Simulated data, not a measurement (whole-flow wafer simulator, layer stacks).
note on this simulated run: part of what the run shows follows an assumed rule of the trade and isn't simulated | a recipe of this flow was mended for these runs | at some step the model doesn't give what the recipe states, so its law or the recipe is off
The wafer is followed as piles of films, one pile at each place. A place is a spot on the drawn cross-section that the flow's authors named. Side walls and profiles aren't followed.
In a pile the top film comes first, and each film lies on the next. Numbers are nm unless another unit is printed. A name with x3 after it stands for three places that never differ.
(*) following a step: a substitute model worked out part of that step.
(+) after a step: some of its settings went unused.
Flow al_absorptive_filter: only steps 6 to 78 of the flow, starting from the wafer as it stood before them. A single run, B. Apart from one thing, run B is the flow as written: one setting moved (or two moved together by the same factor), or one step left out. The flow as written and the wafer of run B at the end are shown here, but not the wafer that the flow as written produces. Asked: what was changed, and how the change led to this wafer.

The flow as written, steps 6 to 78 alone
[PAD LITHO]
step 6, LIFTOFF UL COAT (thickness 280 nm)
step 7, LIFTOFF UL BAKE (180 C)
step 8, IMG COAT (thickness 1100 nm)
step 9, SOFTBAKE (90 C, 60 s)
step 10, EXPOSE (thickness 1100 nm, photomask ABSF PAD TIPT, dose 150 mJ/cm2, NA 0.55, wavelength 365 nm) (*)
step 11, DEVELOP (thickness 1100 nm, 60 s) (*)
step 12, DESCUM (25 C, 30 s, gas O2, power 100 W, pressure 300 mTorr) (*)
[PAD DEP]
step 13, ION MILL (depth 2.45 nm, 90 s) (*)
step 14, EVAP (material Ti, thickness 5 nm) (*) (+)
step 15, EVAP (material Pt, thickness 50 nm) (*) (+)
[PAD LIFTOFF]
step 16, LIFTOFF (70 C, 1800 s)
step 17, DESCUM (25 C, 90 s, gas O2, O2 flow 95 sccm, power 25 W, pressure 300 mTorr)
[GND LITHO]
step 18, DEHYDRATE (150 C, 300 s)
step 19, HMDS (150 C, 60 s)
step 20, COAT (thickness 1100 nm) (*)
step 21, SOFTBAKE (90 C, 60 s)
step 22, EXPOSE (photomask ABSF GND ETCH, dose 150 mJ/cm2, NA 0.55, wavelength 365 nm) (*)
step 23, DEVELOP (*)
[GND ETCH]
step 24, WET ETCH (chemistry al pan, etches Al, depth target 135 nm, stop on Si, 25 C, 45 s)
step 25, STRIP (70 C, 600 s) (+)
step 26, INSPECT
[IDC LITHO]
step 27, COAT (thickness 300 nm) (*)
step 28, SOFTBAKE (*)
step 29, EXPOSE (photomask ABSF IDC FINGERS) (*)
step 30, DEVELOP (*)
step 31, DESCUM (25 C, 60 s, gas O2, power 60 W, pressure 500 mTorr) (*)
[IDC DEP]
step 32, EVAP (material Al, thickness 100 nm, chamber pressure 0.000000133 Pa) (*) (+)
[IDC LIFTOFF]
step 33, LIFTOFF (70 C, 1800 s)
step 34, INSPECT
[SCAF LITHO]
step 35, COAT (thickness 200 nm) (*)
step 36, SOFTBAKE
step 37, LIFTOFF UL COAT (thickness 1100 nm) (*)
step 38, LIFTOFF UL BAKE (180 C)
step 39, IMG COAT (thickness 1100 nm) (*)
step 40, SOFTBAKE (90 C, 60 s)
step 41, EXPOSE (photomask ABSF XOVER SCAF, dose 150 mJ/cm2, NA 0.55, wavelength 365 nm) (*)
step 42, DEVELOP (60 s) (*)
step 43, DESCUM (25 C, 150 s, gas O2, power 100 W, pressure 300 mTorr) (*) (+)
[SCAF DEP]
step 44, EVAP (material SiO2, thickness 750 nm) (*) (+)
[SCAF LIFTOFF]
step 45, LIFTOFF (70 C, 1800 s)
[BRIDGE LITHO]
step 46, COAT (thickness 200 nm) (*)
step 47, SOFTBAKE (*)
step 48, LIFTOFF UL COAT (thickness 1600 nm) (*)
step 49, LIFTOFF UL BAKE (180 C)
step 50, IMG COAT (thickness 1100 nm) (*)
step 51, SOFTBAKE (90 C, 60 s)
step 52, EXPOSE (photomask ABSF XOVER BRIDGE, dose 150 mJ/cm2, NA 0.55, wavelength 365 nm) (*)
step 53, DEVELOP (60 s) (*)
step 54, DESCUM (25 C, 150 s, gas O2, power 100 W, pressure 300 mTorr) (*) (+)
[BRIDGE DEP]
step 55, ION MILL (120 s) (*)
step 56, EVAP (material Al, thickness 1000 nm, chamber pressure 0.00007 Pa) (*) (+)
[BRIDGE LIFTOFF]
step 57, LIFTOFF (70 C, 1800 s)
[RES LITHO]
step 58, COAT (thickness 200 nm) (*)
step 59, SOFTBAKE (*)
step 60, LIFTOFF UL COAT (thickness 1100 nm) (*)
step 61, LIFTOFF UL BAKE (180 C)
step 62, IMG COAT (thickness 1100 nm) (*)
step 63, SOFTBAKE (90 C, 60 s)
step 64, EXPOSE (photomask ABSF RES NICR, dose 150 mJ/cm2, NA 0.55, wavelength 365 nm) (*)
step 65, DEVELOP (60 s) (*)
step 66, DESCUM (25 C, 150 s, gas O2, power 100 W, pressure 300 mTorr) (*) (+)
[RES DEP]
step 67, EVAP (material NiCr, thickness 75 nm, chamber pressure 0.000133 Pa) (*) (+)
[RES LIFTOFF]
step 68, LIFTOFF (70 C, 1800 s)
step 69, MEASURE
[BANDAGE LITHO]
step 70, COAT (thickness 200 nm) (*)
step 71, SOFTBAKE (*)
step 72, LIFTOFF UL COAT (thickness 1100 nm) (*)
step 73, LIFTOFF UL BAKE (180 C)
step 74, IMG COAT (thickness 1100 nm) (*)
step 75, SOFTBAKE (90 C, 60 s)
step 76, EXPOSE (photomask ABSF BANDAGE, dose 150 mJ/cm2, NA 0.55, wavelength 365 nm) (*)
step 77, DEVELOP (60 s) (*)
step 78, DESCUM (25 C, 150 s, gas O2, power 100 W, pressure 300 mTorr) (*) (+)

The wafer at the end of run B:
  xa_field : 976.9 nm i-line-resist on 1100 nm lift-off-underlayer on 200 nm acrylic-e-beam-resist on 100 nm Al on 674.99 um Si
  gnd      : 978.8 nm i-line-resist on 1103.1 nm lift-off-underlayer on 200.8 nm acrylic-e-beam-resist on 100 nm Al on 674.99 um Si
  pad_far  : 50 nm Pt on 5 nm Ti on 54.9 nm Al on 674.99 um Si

What caused this: step 11, DEVELOP: 64.8 s was run, whereas the flow has 60 s.

The path from the change to this, step by step:
  step 11, DEVELOP (thickness 1100 nm, 60 s) (*)
      pad_far, pad_near: -1100 i-line-resist (all of it), -280 lift-off-underlayer (all of it), -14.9 Al (as written it would have been: -1100 i-line-resist (all of it), -280 lift-off-underlayer (all of it), -13.3 Al)
